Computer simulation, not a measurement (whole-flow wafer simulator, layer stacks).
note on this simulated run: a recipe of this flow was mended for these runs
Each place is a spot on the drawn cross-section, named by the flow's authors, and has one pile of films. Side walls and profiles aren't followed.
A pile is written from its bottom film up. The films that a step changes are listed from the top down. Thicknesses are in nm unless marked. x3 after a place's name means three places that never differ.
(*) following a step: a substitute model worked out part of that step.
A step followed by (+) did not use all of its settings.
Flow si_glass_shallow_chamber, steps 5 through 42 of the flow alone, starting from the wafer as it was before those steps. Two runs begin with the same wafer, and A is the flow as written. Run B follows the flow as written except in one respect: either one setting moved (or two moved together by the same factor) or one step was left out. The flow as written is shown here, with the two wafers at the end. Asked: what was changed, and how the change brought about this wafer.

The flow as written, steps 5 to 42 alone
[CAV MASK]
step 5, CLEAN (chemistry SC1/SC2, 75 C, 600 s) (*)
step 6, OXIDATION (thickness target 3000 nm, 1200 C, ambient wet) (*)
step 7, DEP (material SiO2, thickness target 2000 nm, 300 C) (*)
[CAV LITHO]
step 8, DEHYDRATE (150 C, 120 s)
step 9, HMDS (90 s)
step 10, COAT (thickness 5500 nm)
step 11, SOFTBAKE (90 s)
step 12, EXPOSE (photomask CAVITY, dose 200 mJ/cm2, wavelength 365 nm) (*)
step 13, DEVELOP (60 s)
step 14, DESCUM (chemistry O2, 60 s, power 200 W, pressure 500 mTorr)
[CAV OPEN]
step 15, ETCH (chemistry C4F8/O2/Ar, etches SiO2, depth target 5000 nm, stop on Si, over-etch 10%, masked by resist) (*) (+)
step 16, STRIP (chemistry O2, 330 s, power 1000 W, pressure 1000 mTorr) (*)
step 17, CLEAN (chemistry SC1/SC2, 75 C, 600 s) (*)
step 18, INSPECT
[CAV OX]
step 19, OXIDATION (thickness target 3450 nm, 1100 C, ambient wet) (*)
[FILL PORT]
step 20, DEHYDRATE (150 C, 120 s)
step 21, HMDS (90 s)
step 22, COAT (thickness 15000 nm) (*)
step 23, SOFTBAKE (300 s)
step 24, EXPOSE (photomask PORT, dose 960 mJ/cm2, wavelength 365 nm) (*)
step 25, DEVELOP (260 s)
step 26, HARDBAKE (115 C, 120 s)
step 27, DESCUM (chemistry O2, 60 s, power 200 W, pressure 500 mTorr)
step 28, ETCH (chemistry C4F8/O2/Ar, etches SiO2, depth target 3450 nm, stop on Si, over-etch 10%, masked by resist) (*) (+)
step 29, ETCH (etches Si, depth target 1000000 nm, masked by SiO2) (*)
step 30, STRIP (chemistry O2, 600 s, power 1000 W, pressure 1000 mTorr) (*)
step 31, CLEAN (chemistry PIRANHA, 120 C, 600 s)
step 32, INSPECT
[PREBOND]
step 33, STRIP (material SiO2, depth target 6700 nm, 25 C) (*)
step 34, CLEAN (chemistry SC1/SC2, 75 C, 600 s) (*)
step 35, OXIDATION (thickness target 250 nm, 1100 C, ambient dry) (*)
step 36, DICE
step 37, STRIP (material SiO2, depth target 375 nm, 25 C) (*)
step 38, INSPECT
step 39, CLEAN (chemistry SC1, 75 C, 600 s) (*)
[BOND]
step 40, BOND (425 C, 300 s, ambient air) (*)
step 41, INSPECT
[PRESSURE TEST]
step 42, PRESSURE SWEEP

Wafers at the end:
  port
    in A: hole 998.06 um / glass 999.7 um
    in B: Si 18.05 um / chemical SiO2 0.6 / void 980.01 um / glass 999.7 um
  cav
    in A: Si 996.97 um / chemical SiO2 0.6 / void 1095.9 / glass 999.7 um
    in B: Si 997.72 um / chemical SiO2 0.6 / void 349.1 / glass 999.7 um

Cause: step 15, ETCH: depth target 2500 nm was run, while the flow as written has depth target 5000 nm.

How this came from the change, step by step:
  step 15, ETCH (chemistry C4F8/O2/Ar, etches SiO2, depth target 5000 nm, stop on Si, over-etch 10%, masked by resist) (*) (+)
      cav, port: A -5000 SiO2 (all of it), -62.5 Si | B -2750 SiO2
      rim, ramp, septum, ring: A -1100 thick-i-line-resist | B -550 thick-i-line-resist
  step 16, STRIP (chemistry O2, 330 s, power 1000 W, pressure 1000 mTorr) (*)
      cav, port: A +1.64 chemical SiO2 (new film), -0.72 Si | B nothing
      rim, ramp, septum, ring: A -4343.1 thick-i-line-resist (all of it) | B -4893.1 thick-i-line-resist (all of it)
  step 17, CLEAN (chemistry SC1/SC2, 75 C, 600 s) (*)
      cav, port: A -1.04 chemical SiO2, -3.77 Si | B -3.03 SiO2
  step 19, OXIDATION (thickness target 3450 nm, 1100 C, ambient wet) (*)
      cav, port: A +3450 SiO2 (new film), -0.6 chemical SiO2 (all of it), -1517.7 Si | B +1904.3 SiO2, -837.9 Si
  step 22, COAT (thickness 15000 nm) (*)
      rim: A +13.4 um thick-i-line-resist (new film) | B +14 um thick-i-line-resist (new film)
      ramp: A +12.89 um thick-i-line-resist (new film) | B +13.69 um thick-i-line-resist (new film)
      (and at 4 other places as well)
  step 23, SOFTBAKE (300 s)
      rim: A -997 thick-i-line-resist | B -596.7 thick-i-line-resist
      ramp: A -487.1 thick-i-line-resist | B -282.2 thick-i-line-resist
      (and at 4 other places as well)
  step 25, DEVELOP (260 s)
      port: A -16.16 um thick-i-line-resist (all of it) | B -15.71 um thick-i-line-resist (all of it)
  step 26, HARDBAKE (115 C, 120 s)
      rim, ramp: A -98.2 thick-i-line-resist | B -110.6 thick-i-line-resist
      cav: A -147.1 thick-i-line-resist | B -137.5 thick-i-line-resist
  step 28, ETCH (chemistry C4F8/O2/Ar, etches SiO2, depth target 3450 nm, stop on Si, over-etch 10%, masked by resist) (*) (+)
      port: A -3450 SiO2 (all of it), -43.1 Si | B -3795 SiO2
  step 29, ETCH (etches Si, depth target 1000000 nm, masked by SiO2) (*)
      port: A +997.05 um hole (new film), -997.05 um Si (all of it) | B -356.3 SiO2 (all of it), -979.66 um Si
      rim, ramp: A -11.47 um thick-i-line-resist (all of it), -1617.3 SiO2 | B -12.46 um thick-i-line-resist (all of it), -1089.4 SiO2
      (and at 2 other places as well)
  step 30, STRIP (chemistry O2, 600 s, power 1000 W, pressure 1000 mTorr) (*)
      port: A nothing | B +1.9 chemical SiO2 (new film), -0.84 Si
      cav: A -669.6 thick-i-line-resist (all of it) | B -232.9 thick-i-line-resist (all of it)
  step 33, STRIP (material SiO2, depth target 6700 nm, 25 C) (*)
      port: A nothing | B -1.9 chemical SiO2 (all of it)
      rim, ramp: A -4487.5 SiO2 (all of it) | B -5015.4 SiO2 (all of it)
      (and at 1 other place as well)
  step 34, CLEAN (chemistry SC1/SC2, 75 C, 600 s) (*)
      port: A nothing | B +0.6 chemical SiO2 (new film), -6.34 Si
  step 35, OXIDATION (thickness target 250 nm, 1100 C, ambient dry) (*)
      port: A nothing | B +250 SiO2 (new film), -0.6 chemical SiO2 (all of it), -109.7 Si
  step 37, STRIP (material SiO2, depth target 375 nm, 25 C) (*)
      port: A nothing | B -250 SiO2 (all of it)
  step 39, CLEAN (chemistry SC1, 75 C, 600 s) (*)
      port: A nothing | B +0.6 chemical SiO2 (new film), -6.34 Si
  step 40, BOND (425 C, 300 s, ambient air) (*)
      port: A +999.7 um glass (new film), +1017.3 hole | B +999.7 um glass (new film), +980.01 um void (new film)
      cav: A +999.7 um glass (new film), +1095.9 void (new film) | B +999.7 um glass (new film), +349.1 void (new film)
